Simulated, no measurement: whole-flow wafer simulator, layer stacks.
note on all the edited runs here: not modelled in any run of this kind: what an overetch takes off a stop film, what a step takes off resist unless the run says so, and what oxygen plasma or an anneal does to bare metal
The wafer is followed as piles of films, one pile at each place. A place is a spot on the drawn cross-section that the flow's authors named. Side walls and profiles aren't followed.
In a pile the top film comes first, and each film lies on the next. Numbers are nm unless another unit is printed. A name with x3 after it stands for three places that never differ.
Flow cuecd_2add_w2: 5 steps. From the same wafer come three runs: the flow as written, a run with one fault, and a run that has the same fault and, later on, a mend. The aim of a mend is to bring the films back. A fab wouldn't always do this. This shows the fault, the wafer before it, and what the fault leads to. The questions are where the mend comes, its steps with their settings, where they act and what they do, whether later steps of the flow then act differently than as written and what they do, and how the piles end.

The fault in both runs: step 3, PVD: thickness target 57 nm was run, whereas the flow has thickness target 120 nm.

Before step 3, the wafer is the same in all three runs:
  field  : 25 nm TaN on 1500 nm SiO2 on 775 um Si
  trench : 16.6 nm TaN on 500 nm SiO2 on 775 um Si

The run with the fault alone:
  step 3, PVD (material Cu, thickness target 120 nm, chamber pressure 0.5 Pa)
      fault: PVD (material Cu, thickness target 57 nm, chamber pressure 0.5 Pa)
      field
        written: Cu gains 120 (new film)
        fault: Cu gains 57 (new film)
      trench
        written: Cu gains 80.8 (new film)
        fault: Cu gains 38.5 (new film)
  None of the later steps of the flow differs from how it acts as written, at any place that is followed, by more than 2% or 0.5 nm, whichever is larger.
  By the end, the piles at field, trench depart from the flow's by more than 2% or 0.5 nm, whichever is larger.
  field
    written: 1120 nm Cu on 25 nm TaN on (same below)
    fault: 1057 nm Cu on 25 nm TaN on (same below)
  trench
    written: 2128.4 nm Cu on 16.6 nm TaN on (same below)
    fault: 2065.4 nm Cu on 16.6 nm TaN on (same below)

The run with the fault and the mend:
  After step 3 comes the mend.
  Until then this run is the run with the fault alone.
  step 3a, PVD (material Cu, thickness target 63 nm, chamber pressure 0.5 Pa) (a further turn of the flow's step 3, with different settings)
      field
        Cu gains 63
      trench
        Cu gains 41.8
  None of the later steps of the flow differs from how it acts as written, at any place that is followed, by more than 2% or 0.5 nm, whichever is larger.
  At every place that both follow, the piles at the end match the flow's.
